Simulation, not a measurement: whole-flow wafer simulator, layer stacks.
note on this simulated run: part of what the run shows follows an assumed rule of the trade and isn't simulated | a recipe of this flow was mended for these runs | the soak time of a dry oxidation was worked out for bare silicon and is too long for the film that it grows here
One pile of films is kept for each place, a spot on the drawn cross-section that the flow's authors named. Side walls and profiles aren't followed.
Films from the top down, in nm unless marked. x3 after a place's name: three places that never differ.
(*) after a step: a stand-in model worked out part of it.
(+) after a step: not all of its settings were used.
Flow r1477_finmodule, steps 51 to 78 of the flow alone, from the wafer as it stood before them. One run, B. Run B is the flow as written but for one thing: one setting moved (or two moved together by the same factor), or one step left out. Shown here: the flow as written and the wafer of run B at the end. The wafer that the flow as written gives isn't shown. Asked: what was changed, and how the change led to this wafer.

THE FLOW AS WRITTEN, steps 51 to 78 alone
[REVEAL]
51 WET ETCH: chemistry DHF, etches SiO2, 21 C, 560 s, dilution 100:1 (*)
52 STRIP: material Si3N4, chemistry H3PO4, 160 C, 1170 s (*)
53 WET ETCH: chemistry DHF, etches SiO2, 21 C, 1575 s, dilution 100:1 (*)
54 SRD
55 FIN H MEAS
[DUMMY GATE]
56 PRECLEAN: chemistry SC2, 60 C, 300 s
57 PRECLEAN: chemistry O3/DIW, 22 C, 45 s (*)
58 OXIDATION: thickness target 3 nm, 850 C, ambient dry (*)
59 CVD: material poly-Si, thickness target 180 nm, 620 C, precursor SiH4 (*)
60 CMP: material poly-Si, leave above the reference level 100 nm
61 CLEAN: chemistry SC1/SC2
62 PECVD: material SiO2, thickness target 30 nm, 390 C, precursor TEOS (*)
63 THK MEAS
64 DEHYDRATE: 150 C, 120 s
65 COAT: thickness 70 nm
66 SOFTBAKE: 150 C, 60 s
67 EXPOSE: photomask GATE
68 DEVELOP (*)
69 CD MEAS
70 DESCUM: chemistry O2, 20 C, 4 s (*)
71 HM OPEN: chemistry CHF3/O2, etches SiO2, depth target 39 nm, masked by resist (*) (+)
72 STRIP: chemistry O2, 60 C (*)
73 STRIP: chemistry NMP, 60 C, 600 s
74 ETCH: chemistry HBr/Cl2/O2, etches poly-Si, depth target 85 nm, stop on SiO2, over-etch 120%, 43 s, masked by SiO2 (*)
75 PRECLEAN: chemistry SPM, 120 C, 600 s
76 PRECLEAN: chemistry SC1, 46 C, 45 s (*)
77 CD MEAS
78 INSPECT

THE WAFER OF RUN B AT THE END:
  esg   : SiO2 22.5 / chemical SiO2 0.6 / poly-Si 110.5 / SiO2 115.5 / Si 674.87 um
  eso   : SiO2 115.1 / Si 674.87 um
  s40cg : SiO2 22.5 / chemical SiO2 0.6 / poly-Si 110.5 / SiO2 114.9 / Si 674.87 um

The cause: step 53, WET ETCH: 866.3 s was run, where the flow has 1575 s.

How the change led to this, step by step:
  53 WET ETCH: chemistry DHF, etches SiO2, 21 C, 1575 s, dilution 100:1 (*)
      esg, e40sg, e100sg and 17 more: SiO2 -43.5 (as written it would be: SiO2 -79.1)
      pad, padg: SiO2 -47.1 (as written it would be: SiO2 -85.7)
  59 CVD: material poly-Si, thickness target 180 nm, 620 C, precursor SiH4 (*)
      e100sg, s40sg, s50cg, e100so, s40so, s50co: poly-Si +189 (new film) (as written it would be: poly-Si +226.3 (new film))
      s40cg, s50sg, s40co, s50so: poly-Si +189.7 (new film) (as written it would be: poly-Si +226.3 (new film))
      (and at 10 more places)
  60 CMP: material poly-Si, leave above the reference level 100 nm
      e100sg, s40sg, s50cg, e100so, s40so, s50co: poly-Si -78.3 (as written it would be: poly-Si -80)
      pad, padg: poly-Si -63.3 (as written it would be: poly-Si -24.8)
  74 ETCH: chemistry HBr/Cl2/O2, etches poly-Si, depth target 85 nm, stop on SiO2, over-etch 120%, 43 s, masked by SiO2 (*)
      eso, e40so, e100so and 7 more: chemical SiO2 -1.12 (all of it), poly-Si -108.3 (all of it), SiO2 -0.39 (as written it would be: chemical SiO2 -1.12 (all of it), poly-Si -143.9 (all of it), SiO2 -0.22)
      pad: chemical SiO2 -1.12 (all of it), poly-Si -114.3 (all of it), SiO2 -0.36 (as written it would be: chemical SiO2 -1.12 (all of it), poly-Si -152.8 (all of it), SiO2 -0.17)
